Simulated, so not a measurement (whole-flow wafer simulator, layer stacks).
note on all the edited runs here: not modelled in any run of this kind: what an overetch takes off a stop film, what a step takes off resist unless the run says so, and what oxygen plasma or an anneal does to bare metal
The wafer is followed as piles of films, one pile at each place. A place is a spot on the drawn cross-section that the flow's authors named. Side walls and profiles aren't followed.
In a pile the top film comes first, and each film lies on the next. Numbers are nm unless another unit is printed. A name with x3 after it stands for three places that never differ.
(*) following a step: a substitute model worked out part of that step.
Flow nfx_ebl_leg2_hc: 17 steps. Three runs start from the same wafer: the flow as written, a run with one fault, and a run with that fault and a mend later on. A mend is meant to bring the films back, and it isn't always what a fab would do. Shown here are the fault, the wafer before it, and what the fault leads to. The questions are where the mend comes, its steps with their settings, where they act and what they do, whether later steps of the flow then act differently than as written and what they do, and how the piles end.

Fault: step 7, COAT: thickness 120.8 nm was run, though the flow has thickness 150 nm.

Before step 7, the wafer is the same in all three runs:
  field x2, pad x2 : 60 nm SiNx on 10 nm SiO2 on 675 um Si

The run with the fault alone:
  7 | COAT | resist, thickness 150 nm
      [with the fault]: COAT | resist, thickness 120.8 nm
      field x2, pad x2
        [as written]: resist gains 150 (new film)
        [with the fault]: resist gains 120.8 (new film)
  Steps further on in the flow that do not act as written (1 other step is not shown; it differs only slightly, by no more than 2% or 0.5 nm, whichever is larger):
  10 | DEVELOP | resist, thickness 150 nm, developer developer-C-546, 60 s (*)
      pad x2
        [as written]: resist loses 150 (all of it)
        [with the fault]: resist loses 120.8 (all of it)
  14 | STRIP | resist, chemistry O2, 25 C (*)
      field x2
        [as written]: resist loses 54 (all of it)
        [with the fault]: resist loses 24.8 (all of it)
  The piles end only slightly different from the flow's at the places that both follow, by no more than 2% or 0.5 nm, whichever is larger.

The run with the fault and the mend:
  The mend stands after step 11.
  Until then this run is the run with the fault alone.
  11a | STRIP | resist, chemistry O2, 25 C (*)
      field x2
        resist loses 120.8 (all of it)
  11b | DEHYDRATE | 180 C, 120 s (a further turn of the flow's step 6)
      does not change any film at any place that is followed
  11c | COAT | resist, thickness 150 nm (a further turn of the flow's step 7)
      field x2, pad x2
        resist gains 150 (new film)
  11d | SOFTBAKE | resist, 150 C, 60 s (a further turn of the flow's step 8)
      does not change any film at any place that is followed
  11e | EXPOSE | PMMA, photomask GRATING (*) (a further turn of the flow's step 9, with different settings)
      does not change any film at any place that is followed
  11f | DEVELOP | resist, developer developer-C-546, 60 s (*) (a further turn of the flow's step 10, with different settings)
      pad x2
        resist loses 150 (all of it)
  None of the later steps of the flow acts differently than as written at any place that is followed.
  At every place that both follow, the piles at the end match the flow's.
